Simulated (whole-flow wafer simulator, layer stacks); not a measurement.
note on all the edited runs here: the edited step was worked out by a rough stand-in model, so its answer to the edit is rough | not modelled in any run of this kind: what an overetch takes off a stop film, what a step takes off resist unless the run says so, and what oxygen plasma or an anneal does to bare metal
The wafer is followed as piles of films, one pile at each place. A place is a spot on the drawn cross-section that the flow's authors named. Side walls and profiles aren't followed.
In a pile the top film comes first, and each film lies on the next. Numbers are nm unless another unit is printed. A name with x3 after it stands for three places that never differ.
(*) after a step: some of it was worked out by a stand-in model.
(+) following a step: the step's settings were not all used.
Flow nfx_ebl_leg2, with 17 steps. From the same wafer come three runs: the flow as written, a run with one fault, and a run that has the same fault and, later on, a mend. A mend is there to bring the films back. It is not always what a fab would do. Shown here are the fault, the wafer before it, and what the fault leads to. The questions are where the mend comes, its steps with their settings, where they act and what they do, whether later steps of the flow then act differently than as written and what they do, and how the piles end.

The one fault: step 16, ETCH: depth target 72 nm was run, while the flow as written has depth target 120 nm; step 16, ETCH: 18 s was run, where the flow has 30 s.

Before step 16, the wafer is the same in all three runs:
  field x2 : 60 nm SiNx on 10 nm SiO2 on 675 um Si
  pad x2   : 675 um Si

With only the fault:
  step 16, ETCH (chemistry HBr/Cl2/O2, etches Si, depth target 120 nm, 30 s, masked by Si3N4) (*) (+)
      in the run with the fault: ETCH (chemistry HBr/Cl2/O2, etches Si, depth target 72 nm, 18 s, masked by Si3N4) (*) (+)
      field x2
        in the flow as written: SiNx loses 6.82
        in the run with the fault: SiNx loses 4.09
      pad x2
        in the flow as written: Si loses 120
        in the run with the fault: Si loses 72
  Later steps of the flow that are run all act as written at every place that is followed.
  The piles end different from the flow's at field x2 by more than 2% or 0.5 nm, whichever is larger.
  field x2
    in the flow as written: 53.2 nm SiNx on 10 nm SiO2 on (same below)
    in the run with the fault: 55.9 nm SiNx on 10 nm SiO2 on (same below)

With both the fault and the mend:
  The mend stands after step 17.
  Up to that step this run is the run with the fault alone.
  step 17a, ETCH (chemistry HBr/Cl2/O2, etches Si, depth target 48 nm, 12 s, masked by Si3N4) (*) (+) (the flow's step 16 again, with other settings)
      field x2
        SiNx loses 2.73
      pad x2
        Si loses 48
  Later steps of the flow that are run all act as written at every place that is followed.
  By the end, the piles equal the flow's at every place that both follow.
